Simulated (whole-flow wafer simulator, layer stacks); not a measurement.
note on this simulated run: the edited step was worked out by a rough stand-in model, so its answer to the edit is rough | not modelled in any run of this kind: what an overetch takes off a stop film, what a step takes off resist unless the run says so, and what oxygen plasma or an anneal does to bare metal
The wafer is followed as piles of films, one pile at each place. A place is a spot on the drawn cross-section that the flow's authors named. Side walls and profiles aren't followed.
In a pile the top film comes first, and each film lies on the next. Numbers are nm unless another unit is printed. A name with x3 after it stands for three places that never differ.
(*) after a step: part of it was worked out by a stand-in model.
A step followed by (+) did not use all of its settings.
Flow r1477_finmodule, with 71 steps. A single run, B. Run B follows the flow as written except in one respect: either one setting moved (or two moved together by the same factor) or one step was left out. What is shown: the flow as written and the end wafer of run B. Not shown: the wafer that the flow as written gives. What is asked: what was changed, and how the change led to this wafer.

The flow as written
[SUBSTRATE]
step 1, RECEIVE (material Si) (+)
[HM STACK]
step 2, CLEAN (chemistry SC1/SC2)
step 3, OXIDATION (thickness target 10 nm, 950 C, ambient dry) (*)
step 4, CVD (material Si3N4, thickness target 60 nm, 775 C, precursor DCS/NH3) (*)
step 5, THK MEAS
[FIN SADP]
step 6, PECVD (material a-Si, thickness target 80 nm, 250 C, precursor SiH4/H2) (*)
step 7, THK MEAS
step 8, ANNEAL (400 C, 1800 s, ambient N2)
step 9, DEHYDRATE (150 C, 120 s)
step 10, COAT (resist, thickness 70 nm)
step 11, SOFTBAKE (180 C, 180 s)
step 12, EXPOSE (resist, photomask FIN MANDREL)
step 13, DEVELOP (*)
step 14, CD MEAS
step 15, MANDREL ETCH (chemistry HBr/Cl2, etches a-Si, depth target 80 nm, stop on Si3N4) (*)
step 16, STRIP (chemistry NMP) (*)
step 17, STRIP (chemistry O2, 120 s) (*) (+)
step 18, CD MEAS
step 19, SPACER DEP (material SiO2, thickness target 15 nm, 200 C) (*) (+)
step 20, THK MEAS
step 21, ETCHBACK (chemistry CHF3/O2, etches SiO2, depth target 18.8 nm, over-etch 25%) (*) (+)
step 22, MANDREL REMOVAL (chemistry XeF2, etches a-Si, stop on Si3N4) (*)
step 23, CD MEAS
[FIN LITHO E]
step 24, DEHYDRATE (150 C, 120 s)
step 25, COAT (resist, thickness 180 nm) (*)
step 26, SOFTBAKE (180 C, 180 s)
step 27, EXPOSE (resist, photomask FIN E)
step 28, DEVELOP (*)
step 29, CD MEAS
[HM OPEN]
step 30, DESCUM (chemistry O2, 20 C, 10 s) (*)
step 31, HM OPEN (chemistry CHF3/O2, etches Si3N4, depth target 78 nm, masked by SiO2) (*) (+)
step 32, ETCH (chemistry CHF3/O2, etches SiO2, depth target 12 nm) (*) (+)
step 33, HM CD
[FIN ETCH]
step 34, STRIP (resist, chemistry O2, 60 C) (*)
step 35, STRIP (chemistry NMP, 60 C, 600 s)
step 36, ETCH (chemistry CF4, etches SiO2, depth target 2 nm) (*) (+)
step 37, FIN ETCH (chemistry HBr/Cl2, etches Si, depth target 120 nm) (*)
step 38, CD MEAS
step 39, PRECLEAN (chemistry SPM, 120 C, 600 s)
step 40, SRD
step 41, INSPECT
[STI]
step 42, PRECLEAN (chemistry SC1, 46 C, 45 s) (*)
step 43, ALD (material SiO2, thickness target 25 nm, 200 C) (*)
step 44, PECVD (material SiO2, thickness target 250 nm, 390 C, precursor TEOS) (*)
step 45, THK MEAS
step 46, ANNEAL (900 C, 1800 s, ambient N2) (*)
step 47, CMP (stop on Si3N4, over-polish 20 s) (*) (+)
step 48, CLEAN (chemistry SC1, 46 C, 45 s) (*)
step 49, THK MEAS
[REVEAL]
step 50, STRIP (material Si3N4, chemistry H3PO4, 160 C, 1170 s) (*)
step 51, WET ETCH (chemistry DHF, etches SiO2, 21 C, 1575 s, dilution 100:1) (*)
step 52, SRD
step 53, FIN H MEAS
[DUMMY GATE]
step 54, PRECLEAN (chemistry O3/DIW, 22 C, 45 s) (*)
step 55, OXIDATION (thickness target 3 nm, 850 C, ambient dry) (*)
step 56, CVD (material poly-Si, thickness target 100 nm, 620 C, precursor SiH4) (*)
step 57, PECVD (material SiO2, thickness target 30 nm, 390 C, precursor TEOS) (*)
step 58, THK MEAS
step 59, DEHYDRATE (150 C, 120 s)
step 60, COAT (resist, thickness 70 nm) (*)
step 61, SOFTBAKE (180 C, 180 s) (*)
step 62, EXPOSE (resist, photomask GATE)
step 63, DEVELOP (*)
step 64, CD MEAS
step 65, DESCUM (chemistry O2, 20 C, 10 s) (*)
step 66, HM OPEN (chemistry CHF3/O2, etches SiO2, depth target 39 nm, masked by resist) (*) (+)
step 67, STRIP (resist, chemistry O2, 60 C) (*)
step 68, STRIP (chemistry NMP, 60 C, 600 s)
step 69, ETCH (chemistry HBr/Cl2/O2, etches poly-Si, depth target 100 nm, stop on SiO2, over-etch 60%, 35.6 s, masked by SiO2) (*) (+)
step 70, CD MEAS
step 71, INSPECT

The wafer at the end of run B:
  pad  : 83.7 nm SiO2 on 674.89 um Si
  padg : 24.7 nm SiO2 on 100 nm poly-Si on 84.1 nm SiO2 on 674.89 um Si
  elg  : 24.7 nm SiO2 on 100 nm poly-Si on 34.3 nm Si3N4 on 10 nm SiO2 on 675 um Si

What caused this: step 37, FIN ETCH: depth target 100.8 nm was run, whereas the flow has depth target 120 nm.

How this came from the change, step by step:
  step 37, FIN ETCH (chemistry HBr/Cl2, etches Si, depth target 120 nm) (*)
      pad, padg, esg and 19 more: Si loses 100.8 (in the flow as written it would be: Si loses 120)
      elg, e40lg, e100lg, e200lg, elo, e40lo, e100lo, e200lo: Si3N4 loses 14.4 (in the flow as written it would be: Si3N4 loses 17.1)
      (and at 6 other places as well)
  step 43, ALD (material SiO2, thickness target 25 nm, 200 C) (*)
      s40cg, s45cg, s50cg, s40co, s45co, s50co: SiO2 gains 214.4 (new film) (in the flow as written it would be: SiO2 gains 232.1 (new film))
      esg: SiO2 gains 177.8 (new film) (in the flow as written it would be: SiO2 gains 194.3 (new film))
  step 47, CMP (stop on Si3N4, over-polish 20 s) (*) (+)
      pad, padg, e40sg and 11 more: SiO2 loses 91 (in the flow as written it would be: SiO2 loses 71.8)
      eso: SiO2 loses 91.6 (in the flow as written it would be: SiO2 loses 72.4)
  step 51, WET ETCH (chemistry DHF, etches SiO2, 21 C, 1575 s, dilution 100:1) (*)
      elg, e40lg, e100lg, e200lg, elo, e40lo, e100lo, e200lo: SiO2 loses 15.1 (all of it), Si3N4 loses 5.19 (in the flow as written it would be: SiO2 loses 17.8 (all of it), Si3N4 loses 4.97)
  step 67, STRIP (resist, chemistry O2, 60 C) (*)
      e40sg: resist loses 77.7 (all of it) (in the flow as written it would be: resist loses 75.4 (all of it))
      e100sg: resist loses 77.7 (all of it) (in the flow as written it would be: resist loses 75.3 (all of it))
      (and at 1 other place as well)
